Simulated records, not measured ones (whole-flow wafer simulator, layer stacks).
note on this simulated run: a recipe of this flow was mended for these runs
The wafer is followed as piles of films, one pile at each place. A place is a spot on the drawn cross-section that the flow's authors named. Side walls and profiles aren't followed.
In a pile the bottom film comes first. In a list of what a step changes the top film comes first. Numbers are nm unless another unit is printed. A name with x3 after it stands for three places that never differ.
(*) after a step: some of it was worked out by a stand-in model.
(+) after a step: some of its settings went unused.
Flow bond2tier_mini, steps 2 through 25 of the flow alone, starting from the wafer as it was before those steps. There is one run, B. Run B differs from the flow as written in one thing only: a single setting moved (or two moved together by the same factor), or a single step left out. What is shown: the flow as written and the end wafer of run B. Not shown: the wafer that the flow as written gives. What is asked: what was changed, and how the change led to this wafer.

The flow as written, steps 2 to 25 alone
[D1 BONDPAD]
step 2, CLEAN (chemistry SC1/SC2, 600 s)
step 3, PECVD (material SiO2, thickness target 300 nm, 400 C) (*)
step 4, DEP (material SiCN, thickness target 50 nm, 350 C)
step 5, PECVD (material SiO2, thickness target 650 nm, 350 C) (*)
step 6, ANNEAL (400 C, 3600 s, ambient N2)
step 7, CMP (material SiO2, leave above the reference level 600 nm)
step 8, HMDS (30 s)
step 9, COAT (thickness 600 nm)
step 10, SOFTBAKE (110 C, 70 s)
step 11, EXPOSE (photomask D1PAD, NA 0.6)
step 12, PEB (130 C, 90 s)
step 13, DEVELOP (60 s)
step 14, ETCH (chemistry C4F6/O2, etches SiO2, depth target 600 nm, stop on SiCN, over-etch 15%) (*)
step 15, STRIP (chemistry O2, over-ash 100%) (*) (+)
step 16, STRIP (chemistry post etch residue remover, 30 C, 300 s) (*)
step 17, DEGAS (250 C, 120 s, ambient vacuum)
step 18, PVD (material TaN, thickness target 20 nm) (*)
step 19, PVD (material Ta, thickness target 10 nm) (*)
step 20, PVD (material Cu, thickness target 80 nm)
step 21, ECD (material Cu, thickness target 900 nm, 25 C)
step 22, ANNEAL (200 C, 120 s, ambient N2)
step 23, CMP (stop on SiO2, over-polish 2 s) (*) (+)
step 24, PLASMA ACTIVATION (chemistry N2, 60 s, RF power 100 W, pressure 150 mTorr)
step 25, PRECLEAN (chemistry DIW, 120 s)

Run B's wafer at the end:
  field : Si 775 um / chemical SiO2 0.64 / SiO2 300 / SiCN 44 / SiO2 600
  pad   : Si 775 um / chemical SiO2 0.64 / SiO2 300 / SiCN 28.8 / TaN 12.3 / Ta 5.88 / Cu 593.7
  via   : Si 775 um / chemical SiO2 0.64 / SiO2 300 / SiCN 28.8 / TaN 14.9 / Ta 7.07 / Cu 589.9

What caused this: step 4, DEP: thickness target 44 nm was run, though the flow has thickness target 50 nm.
One can read it off the wafer: field has SiCN 44, and step 4 as written asks for 50 nm.

Step by step, how the change led to this:
  step 4, DEP (material SiCN, thickness target 50 nm, 350 C)
      field, pad, via: SiCN gains 44 (new film) (as written it would have been: SiCN gains 50 (new film))
